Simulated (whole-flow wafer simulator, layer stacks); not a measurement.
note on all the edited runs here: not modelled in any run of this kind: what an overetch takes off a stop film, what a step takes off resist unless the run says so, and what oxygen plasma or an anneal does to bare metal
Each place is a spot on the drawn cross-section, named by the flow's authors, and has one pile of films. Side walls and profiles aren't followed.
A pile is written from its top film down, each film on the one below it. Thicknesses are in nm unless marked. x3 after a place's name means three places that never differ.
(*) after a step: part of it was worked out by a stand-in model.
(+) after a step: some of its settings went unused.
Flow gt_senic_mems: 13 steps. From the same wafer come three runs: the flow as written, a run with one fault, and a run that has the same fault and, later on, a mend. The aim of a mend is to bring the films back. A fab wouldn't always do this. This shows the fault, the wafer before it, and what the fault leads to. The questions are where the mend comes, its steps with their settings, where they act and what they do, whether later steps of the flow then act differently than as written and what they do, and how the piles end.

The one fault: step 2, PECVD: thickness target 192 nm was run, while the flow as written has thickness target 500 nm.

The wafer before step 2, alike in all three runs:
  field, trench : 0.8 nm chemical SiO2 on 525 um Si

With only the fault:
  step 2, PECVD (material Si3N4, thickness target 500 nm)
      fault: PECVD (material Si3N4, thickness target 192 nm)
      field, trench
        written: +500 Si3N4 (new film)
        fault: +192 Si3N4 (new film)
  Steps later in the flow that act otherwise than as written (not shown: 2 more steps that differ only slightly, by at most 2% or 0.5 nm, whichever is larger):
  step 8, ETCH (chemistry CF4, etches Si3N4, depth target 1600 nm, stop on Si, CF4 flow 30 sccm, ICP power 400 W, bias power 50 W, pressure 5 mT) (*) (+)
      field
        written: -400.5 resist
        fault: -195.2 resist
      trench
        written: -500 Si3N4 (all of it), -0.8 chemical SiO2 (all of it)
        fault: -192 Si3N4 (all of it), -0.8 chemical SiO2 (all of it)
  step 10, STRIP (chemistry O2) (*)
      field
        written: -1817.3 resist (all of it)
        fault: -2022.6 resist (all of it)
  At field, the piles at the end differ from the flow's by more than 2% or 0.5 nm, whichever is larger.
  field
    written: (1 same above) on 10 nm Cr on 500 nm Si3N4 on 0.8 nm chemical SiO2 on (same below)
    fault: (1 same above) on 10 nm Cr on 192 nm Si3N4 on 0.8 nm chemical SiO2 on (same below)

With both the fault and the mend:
  The mend follows step 7.
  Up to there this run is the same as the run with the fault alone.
  step 7a, STRIP (chemistry O2) (*)
      field
        -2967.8 resist (all of it)
  step 7b, PECVD (material Si3N4, thickness target 308 nm) (the flow's step 2 again, with other settings)
      field, trench
        +308 Si3N4
  step 7c, HMDS (the flow's step 3 again)
      leaves every film unchanged at each place that is followed
  step 7d, COAT (resist, thickness 3000 nm) (the flow's step 4 again)
      field, trench
        +3000 resist (new film)
  step 7e, SOFTBAKE (resist) (the flow's step 5 again)
      leaves every film unchanged at each place that is followed
  step 7f, EXPOSE (photomask DEVICE, dose 108.9 mJ/cm2, wavelength 405 nm) (*) (the flow's step 6 again)
      leaves every film unchanged at each place that is followed
  step 7g, DEVELOP (resist, thickness 3000 nm, developer developer-E, 60 s) (the flow's step 7 again)
      field
        -32.2 resist
      trench
        -3000 resist (all of it)
  Every later step of the flow that is run acts as written at every place that is followed.
  By the end, the piles equal the flow's at every place that both follow.
